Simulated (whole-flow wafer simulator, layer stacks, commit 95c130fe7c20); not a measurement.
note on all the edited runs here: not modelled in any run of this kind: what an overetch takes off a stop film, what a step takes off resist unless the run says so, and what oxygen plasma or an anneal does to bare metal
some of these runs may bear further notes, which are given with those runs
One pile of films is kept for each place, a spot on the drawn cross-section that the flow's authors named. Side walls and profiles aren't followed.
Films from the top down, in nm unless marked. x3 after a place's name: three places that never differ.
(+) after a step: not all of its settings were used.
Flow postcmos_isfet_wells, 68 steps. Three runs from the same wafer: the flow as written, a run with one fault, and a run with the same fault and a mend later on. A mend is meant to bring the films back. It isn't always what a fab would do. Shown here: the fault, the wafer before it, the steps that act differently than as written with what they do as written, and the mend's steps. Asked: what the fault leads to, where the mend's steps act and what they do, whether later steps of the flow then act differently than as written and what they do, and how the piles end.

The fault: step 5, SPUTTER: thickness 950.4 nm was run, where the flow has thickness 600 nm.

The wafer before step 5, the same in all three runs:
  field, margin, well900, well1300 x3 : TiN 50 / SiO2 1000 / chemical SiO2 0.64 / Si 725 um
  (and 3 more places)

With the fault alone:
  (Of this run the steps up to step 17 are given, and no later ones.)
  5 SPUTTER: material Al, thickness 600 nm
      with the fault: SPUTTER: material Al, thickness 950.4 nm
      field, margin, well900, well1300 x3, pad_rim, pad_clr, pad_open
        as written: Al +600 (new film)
        with the fault: Al +950.4 (new film)
  Later steps of the flow that act differently than as written:
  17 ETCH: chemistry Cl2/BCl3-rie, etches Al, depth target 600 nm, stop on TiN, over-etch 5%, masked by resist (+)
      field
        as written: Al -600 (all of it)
        with the fault: Al -600
  After step 17 the piles differ from the flow's by more than 2% or 0.5 nm, whichever is larger, at field, margin, well900, well1300 x3, pad_rim, pad_clr, pad_open.
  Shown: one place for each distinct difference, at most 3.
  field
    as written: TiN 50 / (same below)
    with the fault: Al 350.4 / TiN 50 / (same below)
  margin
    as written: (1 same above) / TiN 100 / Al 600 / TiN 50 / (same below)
    with the fault: (1 same above) / TiN 100 / Al 950.4 / TiN 50 / (same below)

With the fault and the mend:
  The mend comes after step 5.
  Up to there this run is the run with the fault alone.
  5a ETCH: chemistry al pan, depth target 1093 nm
      field, margin, well900, well1300 x3, pad_rim, pad_clr, pad_open
        Al -950.4 (all of it)
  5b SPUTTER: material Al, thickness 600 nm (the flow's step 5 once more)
      field, margin, well900, well1300 x3, pad_rim, pad_clr, pad_open
        Al +600 (new film)
  No later step of the flow acts differently than as written at any place that is followed.
  At the end the piles are the same as the flow's at every place that both follow.
